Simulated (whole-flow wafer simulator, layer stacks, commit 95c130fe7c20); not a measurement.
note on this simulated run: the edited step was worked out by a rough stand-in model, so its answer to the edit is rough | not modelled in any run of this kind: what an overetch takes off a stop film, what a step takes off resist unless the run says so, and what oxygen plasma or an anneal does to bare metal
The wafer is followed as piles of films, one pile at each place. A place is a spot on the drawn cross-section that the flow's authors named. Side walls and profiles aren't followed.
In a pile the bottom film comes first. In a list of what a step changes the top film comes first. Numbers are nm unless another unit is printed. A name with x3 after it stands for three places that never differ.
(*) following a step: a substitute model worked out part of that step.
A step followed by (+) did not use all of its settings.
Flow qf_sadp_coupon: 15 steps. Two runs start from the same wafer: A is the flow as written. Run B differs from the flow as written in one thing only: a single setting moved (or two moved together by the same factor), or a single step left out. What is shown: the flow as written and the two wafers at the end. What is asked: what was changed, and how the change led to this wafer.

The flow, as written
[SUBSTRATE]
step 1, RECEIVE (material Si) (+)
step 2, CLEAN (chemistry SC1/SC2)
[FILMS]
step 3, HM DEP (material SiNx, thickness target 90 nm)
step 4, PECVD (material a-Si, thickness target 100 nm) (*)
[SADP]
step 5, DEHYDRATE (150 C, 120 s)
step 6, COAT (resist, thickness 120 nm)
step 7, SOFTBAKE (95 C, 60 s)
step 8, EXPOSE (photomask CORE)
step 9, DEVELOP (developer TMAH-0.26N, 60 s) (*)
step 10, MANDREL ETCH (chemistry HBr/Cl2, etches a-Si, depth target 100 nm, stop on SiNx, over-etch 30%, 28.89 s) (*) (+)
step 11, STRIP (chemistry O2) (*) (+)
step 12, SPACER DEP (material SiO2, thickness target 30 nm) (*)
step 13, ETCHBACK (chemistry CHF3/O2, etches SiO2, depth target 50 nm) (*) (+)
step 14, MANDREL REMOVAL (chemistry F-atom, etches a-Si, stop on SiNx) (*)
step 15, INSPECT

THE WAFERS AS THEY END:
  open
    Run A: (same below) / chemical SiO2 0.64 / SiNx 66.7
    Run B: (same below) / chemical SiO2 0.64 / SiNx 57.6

Cause: step 4, PECVD: thickness target 36.6 nm was run, whereas the flow has thickness target 100 nm.

Step by step, how the change led to this:
  step 4, PECVD (material a-Si, thickness target 100 nm) (*)
      m, open: A +100 a-Si (new film) | B +36.6 a-Si (new film)
  step 10, MANDREL ETCH (chemistry HBr/Cl2, etches a-Si, depth target 100 nm, stop on SiNx, over-etch 30%, 28.89 s) (*) (+)
      open: A -100 a-Si (all of it), -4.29 SiNx | B -36.6 a-Si (all of it), -13.3 SiNx
  step 14, MANDREL REMOVAL (chemistry F-atom, etches a-Si, stop on SiNx) (*)
      m: A -95.8 a-Si (all of it) | B -32.4 a-Si (all of it)
